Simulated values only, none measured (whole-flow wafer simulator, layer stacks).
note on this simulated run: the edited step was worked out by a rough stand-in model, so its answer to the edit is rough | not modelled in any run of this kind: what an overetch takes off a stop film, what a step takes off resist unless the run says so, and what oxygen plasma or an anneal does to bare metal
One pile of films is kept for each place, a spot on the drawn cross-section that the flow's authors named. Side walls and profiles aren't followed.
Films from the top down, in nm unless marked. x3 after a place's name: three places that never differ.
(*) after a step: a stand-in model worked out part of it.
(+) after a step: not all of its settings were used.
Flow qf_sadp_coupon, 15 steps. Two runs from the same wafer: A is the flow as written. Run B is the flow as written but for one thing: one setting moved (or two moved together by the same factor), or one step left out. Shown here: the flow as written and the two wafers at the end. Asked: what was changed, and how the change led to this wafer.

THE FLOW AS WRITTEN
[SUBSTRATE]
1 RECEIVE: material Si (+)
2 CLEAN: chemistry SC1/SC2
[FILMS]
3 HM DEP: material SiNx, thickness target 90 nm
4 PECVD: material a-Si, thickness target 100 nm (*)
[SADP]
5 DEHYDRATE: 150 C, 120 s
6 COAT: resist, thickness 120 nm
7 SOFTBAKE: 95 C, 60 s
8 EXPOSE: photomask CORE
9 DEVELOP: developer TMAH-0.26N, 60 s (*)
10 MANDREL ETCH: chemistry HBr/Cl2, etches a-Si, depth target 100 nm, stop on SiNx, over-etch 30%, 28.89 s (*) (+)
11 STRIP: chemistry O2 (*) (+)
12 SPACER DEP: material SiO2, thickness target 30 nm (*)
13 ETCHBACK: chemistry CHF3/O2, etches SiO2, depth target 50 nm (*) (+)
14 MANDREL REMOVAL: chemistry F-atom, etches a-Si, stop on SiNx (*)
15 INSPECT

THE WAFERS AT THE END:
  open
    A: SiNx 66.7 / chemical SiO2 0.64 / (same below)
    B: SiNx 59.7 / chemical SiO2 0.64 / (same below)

The cause: step 10, MANDREL ETCH: depth target 137.5 nm was run, where the flow has depth target 100 nm.

How the change led to this, step by step:
  10 MANDREL ETCH: chemistry HBr/Cl2, etches a-Si, depth target 100 nm, stop on SiNx, over-etch 30%, 28.89 s (*) (+)
      m: A resist -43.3 | B resist -59.6
      open: A a-Si -100 (all of it), SiNx -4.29 | B a-Si -100 (all of it), SiNx -11.2
  11 STRIP: chemistry O2 (*) (+)
      m: A chemical SiO2 +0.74 (new film), resist -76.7 (all of it), a-Si -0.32 | B chemical SiO2 +0.75 (new film), resist -60.4 (all of it), a-Si -0.33
